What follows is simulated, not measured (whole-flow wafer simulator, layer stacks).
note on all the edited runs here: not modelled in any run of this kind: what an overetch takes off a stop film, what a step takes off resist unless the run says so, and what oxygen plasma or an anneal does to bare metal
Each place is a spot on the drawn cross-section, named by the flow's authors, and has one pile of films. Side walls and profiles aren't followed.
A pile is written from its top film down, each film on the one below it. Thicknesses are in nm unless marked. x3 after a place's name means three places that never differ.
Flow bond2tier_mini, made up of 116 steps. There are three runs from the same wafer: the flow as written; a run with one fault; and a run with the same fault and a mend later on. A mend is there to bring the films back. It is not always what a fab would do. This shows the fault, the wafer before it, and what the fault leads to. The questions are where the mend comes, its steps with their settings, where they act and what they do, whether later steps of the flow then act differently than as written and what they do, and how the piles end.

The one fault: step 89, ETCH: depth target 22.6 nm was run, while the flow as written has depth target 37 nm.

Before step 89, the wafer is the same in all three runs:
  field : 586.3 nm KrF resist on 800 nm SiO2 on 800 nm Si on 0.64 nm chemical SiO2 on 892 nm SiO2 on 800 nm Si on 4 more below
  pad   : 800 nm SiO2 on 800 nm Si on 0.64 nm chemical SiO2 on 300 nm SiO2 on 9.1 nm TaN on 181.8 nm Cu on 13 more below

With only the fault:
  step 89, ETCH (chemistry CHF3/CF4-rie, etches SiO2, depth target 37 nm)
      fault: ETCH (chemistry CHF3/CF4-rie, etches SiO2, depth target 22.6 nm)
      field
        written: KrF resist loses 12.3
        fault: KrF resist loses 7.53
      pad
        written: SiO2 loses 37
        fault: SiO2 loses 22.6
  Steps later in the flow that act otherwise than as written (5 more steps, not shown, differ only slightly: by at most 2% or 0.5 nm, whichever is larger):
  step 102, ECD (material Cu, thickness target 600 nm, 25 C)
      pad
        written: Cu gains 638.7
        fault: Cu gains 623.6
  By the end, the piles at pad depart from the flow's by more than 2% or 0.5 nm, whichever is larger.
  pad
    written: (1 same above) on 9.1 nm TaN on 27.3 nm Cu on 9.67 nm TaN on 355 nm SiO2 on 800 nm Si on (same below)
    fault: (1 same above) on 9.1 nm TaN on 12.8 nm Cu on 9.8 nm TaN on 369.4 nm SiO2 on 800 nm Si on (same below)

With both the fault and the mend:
  The mend follows step 89.
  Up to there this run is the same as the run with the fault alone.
  step 89a, ETCH (chemistry CHF3/CF4-rie, etches SiO2, depth target 14.4 nm) (a further turn of the flow's step 89, with different settings)
      field
        KrF resist loses 4.8
      pad
        SiO2 loses 14.4
  None of the later steps of the flow acts differently than as written at any place that is followed.
  At every place that both follow, the piles at the end match the flow's.
